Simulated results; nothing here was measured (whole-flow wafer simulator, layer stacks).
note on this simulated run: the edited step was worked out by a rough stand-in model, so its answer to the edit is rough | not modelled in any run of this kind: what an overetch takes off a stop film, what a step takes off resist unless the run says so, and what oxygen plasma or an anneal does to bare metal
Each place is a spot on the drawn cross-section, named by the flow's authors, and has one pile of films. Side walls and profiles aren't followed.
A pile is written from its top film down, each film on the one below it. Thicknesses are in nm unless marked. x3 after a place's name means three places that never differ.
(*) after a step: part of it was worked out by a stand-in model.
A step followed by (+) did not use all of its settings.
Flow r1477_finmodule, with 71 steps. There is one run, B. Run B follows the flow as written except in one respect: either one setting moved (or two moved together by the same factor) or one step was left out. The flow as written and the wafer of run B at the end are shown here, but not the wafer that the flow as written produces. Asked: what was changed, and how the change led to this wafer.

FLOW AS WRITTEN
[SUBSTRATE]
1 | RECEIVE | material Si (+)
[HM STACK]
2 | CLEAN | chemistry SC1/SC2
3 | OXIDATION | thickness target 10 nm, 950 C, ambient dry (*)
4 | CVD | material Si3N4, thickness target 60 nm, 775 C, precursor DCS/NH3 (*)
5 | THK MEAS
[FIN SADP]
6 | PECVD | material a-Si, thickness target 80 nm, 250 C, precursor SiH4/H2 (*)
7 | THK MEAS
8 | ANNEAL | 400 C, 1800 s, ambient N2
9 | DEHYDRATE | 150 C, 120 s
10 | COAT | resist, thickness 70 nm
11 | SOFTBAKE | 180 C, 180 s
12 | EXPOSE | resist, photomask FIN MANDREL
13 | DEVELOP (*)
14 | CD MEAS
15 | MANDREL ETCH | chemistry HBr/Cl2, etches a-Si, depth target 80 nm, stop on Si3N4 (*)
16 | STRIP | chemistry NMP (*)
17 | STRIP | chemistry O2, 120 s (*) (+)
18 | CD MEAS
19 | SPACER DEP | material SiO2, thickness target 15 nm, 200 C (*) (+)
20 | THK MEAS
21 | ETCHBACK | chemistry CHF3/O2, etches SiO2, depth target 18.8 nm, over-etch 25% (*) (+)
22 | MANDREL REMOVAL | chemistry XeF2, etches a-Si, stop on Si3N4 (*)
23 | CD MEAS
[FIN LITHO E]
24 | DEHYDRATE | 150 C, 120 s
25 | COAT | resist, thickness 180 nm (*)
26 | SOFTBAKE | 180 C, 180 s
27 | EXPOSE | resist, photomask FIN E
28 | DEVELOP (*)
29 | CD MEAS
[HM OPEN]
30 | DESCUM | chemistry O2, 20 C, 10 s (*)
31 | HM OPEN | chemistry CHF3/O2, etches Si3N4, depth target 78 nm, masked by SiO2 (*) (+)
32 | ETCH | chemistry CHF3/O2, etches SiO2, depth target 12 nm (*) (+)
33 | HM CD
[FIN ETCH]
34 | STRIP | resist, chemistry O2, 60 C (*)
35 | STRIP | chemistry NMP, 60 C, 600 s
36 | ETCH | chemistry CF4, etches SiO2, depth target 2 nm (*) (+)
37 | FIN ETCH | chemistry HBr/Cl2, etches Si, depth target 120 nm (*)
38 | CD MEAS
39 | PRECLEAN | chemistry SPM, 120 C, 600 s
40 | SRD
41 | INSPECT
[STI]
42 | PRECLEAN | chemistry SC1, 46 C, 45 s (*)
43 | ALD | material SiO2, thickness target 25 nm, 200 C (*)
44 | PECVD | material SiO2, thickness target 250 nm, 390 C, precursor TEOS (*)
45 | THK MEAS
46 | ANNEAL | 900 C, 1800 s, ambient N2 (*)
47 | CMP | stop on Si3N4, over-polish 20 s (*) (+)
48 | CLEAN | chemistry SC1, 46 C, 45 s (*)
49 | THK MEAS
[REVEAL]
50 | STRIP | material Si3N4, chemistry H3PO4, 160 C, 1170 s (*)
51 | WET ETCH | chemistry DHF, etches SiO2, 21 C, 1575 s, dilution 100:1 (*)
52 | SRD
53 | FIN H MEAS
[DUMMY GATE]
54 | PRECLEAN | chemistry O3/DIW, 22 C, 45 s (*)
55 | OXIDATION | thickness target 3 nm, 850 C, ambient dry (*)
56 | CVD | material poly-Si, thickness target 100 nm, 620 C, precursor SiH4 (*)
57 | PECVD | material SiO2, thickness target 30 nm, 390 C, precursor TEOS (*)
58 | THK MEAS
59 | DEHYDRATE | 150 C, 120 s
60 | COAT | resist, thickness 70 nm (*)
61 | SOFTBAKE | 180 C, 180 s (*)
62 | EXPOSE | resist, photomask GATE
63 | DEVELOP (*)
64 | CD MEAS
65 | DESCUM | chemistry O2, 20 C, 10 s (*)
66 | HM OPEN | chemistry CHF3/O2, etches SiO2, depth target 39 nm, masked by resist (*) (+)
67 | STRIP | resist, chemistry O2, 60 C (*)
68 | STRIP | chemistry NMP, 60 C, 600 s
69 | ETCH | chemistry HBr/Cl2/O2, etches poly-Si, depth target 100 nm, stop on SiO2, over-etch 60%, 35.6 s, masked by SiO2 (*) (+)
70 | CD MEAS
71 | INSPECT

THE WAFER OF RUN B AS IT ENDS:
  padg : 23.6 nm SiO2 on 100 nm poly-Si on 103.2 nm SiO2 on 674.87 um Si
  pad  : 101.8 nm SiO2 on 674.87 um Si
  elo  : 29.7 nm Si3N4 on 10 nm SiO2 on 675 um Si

What caused this: step 69, ETCH: depth target 120 nm was run, while the flow as written has depth target 100 nm.

The path from the change to this, step by step:
  69 | ETCH | chemistry HBr/Cl2/O2, etches poly-Si, depth target 100 nm, stop on SiO2, over-etch 60%, 35.6 s, masked by SiO2 (*) (+)
      padg, elg, esg and 15 more: -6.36 SiO2 (it would be, as written: -5.3 SiO2)
      pad, eso, e40so and 8 more: -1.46 chemical SiO2 (all of it), -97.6 poly-Si (all of it), -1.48 SiO2 (it would be, as written: -1.46 chemical SiO2 (all of it), -97.6 poly-Si (all of it), -0.42 SiO2)
      (also at 7 further places)
